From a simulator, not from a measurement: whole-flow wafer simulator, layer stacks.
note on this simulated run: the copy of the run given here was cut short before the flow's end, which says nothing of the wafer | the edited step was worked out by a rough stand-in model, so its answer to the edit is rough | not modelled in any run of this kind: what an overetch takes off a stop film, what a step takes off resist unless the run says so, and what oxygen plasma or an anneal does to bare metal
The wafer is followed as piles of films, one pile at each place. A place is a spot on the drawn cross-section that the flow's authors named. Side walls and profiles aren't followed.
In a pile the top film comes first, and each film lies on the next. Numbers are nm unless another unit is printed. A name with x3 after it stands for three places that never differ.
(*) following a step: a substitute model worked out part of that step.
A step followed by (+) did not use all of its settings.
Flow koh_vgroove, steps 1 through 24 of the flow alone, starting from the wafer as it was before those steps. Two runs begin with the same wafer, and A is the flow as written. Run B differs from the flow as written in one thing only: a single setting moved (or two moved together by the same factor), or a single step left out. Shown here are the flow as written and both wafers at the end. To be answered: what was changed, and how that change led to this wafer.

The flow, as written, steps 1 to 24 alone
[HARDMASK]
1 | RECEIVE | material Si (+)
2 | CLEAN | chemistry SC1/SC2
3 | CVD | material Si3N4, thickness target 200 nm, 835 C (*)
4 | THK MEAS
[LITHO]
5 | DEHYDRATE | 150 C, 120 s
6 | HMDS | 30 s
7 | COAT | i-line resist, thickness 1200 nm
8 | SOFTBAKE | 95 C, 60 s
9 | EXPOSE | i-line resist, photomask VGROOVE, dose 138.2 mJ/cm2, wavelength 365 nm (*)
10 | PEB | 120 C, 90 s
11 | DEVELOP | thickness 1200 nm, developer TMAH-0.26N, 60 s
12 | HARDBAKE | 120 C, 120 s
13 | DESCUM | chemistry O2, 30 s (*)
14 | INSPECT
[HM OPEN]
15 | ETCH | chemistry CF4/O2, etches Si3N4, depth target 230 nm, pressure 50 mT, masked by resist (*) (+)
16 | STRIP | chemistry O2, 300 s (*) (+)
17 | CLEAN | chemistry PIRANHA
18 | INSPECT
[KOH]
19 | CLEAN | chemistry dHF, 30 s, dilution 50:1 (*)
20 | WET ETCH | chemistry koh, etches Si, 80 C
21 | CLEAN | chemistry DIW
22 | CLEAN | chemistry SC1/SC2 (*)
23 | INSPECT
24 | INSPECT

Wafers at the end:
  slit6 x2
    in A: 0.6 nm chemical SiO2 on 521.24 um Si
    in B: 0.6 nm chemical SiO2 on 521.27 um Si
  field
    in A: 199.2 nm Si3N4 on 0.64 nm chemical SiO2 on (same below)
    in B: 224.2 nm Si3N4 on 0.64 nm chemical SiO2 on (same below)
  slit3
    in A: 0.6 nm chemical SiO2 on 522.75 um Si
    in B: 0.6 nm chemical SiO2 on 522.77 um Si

What caused this: step 3, CVD: thickness target 225 nm was run, though the flow has thickness target 200 nm.

The path from the change to this, step by step:
  3 | CVD | material Si3N4, thickness target 200 nm, 835 C (*)
      field, slit3, slit2, slit6 x2: A Si3N4 gains 200 (new film) | B Si3N4 gains 225 (new film)
  15 | ETCH | chemistry CF4/O2, etches Si3N4, depth target 230 nm, pressure 50 mT, masked by resist (*) (+)
      slit3, slit2, slit6 x2: A Si3N4 loses 200 (all of it), chemical SiO2 loses 0.64 (all of it), Si loses 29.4 | B Si3N4 loses 225 (all of it), chemical SiO2 loses 0.64 (all of it), Si loses 4.36
